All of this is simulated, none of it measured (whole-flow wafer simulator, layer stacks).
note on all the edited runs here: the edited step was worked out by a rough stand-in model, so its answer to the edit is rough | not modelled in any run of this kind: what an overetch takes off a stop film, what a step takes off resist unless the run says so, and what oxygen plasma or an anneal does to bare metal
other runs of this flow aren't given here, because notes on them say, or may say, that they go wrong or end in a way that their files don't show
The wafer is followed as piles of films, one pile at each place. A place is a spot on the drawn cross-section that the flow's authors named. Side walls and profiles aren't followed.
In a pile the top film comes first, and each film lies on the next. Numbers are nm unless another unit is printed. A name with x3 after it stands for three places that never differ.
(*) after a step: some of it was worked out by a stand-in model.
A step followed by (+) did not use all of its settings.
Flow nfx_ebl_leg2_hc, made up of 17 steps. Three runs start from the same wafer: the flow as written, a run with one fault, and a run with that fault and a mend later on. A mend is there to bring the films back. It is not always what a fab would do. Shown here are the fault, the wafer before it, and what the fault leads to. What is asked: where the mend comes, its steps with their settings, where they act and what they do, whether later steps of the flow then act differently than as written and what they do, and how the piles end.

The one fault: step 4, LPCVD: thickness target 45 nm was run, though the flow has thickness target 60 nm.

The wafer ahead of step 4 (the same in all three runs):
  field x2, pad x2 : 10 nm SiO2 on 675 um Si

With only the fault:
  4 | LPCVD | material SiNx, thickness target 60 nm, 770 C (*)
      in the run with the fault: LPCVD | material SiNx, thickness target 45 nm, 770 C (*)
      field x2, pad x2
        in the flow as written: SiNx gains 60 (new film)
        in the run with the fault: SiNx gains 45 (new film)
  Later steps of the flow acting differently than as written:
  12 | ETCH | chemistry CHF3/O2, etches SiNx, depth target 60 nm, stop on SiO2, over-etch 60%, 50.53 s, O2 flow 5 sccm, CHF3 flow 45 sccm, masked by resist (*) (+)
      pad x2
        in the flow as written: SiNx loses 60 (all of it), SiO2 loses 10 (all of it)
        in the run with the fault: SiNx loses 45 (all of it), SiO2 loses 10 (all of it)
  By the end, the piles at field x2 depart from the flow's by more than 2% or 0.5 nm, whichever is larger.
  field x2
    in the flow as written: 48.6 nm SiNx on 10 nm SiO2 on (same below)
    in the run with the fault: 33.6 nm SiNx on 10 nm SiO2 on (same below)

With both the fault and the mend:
  The mend stands after step 5.
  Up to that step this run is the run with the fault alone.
  5a | LPCVD | material SiNx, thickness target 15 nm, 770 C (*) (the flow's step 4 again, with other settings)
      field x2, pad x2
        SiNx gains 15
  Later steps of the flow that are run all act as written at every place that is followed.
  At every place that both follow, the piles at the end match the flow's.
